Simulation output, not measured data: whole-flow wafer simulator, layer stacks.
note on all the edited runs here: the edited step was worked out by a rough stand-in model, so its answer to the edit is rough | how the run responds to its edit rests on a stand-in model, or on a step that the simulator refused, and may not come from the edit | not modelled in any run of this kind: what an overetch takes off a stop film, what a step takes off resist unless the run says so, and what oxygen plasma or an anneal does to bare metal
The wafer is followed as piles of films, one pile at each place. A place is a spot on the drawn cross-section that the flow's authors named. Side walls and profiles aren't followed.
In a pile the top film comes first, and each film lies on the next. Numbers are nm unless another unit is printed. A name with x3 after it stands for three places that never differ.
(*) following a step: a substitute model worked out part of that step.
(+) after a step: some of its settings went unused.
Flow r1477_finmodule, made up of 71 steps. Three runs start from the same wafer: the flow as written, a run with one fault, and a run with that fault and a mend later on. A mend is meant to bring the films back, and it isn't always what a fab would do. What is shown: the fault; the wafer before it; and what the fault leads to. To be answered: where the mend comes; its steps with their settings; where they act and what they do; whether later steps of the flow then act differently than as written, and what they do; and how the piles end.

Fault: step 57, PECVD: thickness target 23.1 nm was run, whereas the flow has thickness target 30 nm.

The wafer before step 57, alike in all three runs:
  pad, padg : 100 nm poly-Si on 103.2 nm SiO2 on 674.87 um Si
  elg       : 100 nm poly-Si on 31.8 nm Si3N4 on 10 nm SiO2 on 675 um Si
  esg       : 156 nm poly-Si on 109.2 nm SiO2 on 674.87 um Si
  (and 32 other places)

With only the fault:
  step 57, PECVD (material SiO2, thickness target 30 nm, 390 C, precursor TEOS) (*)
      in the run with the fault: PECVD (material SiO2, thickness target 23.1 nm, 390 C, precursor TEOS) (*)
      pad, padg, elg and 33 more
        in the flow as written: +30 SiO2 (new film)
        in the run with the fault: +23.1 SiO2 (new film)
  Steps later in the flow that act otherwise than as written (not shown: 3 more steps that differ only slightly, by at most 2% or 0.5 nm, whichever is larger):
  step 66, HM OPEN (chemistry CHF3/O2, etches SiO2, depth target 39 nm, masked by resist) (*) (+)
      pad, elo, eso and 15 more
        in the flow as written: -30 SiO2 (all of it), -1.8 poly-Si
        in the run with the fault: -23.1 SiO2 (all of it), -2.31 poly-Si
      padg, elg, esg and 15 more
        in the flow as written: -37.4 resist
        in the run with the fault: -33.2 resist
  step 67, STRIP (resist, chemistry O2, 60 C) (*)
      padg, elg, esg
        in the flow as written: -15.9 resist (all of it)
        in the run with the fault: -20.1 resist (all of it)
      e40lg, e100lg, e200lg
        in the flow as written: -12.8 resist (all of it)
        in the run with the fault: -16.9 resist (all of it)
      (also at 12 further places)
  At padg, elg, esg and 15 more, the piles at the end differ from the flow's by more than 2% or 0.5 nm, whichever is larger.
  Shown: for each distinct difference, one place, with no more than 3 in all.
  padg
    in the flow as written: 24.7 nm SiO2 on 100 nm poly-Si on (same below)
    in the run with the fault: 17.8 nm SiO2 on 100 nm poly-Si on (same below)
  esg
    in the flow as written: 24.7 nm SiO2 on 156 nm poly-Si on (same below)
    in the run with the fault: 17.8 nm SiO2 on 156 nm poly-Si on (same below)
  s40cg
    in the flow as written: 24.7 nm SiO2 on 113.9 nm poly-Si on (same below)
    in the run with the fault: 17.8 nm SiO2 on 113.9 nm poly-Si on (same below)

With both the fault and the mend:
  The mend stands after step 58.
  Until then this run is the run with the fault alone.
  step 58a, PECVD (material SiO2, thickness target 6.9 nm, 390 C, precursor TEOS) (*) (the flow's step 57 again, with other settings)
      pad, padg, elg and 33 more
        +6.9 SiO2
  Later steps of the flow that are run all act as written at every place that is followed.
  By the end, the piles equal the flow's at every place that both follow.
